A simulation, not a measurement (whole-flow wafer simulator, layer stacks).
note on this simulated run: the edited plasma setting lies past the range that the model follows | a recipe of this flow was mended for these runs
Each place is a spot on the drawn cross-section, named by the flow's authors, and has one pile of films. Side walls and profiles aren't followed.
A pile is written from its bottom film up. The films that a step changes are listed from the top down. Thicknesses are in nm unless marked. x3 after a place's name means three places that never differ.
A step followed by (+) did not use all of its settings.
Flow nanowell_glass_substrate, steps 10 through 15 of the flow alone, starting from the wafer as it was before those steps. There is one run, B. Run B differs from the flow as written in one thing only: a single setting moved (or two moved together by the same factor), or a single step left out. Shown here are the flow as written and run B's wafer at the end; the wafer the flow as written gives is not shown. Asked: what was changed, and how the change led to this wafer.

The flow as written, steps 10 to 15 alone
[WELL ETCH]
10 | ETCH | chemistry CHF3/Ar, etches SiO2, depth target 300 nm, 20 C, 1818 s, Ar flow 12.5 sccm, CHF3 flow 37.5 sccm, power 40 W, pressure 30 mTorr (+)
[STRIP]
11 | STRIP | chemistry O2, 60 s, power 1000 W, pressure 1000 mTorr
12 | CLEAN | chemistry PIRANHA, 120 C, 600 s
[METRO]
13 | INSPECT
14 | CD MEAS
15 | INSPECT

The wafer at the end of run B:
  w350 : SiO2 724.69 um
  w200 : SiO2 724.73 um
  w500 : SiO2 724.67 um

The reason: step 10, ETCH: Ar flow 5 sccm was run, though the flow has Ar flow 12.5 sccm.

The path from the change to this, step by step:
  10 | ETCH | chemistry CHF3/Ar, etches SiO2, depth target 300 nm, 20 C, 1818 s, Ar flow 12.5 sccm, CHF3 flow 37.5 sccm, power 40 W, pressure 30 mTorr (+)
      land: UV-NIL-ACRYLATE loses 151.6 (as written it would have been: UV-NIL-ACRYLATE loses 156.2)
      w350: SiO2 loses 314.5 (as written it would have been: SiO2 loses 300)
      (and at 3 other places as well)
  11 | STRIP | chemistry O2, 60 s, power 1000 W, pressure 1000 mTorr
      land: UV-NIL-ACRYLATE loses 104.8 (all of it) (as written it would have been: UV-NIL-ACRYLATE loses 100.2 (all of it))
